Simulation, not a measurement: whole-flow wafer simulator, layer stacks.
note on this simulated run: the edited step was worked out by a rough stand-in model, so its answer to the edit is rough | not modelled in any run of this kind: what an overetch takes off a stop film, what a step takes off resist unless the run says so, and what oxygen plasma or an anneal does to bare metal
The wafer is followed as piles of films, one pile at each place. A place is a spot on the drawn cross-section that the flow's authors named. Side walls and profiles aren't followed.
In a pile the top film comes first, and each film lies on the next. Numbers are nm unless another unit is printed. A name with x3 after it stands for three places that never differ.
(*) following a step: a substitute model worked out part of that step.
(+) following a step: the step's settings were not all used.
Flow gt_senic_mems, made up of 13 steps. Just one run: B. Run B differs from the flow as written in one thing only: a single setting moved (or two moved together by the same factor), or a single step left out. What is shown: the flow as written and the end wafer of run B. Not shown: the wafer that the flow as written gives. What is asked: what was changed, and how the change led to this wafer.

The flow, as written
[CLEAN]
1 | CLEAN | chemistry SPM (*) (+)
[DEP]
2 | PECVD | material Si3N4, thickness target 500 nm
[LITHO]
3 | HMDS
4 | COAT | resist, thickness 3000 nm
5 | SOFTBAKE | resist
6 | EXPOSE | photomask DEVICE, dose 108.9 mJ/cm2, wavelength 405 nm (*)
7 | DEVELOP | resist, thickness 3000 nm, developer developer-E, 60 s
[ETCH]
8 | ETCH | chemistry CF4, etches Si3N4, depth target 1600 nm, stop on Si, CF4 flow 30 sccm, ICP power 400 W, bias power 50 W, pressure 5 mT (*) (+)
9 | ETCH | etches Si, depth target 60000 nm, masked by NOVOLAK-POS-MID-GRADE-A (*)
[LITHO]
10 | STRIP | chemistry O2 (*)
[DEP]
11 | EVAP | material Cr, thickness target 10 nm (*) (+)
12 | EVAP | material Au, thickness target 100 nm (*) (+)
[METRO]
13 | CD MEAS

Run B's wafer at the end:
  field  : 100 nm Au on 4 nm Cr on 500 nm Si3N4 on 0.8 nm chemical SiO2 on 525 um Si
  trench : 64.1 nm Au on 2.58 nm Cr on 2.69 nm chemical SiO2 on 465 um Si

The reason: step 11, EVAP: thickness target 4 nm was run, whereas the flow has thickness target 10 nm.
One can read it off the wafer: field has Cr 4, and step 11 as written asks for 10 nm.

Step by step, how the change led to this:
  11 | EVAP | material Cr, thickness target 10 nm (*) (+)
      field: +4 Cr (new film) (as written it would have been: +10 Cr (new film))
      trench: +2.58 Cr (new film) (as written it would have been: +6.45 Cr (new film))
